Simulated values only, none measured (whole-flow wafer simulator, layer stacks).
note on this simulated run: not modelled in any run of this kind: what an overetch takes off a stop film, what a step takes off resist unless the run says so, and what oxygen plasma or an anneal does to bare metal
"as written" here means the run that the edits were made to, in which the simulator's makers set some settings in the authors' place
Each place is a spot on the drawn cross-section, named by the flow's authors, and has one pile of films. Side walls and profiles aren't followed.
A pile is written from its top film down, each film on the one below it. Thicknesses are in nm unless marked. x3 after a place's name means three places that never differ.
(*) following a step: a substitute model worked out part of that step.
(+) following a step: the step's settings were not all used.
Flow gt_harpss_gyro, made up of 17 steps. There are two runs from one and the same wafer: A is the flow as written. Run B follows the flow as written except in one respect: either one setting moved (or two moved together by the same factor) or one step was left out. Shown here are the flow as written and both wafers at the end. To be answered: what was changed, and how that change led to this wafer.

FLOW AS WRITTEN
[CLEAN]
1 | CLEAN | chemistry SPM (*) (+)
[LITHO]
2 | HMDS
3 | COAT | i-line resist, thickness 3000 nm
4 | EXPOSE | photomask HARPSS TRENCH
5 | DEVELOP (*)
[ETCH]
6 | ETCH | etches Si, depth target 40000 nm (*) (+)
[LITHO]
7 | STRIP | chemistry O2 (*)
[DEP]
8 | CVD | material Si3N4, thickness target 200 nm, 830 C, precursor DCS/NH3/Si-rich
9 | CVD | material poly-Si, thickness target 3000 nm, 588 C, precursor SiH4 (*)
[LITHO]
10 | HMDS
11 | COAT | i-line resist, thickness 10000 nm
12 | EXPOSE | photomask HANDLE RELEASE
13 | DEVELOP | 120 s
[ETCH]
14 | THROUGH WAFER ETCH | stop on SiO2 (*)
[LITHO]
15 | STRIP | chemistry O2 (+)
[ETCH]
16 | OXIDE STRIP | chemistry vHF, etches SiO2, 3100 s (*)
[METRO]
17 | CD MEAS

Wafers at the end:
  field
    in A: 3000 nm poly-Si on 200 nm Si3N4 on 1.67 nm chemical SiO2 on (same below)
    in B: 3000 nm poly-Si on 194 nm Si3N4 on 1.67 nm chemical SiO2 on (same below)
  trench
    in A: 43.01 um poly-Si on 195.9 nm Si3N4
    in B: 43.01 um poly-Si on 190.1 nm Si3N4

Cause: step 8, CVD: thickness target 194 nm was run, though the flow has thickness target 200 nm.
The wafer itself shows it: field has Si3N4 194, and step 8 as written asks for 200 nm.

The path from the change to this, step by step:
  8 | CVD | material Si3N4, thickness target 200 nm, 830 C, precursor DCS/NH3/Si-rich
      field: A Si3N4 gains 200 (new film) | B Si3N4 gains 194 (new film)
      trench: A Si3N4 gains 195.9 (new film) | B Si3N4 gains 190.1 (new film)
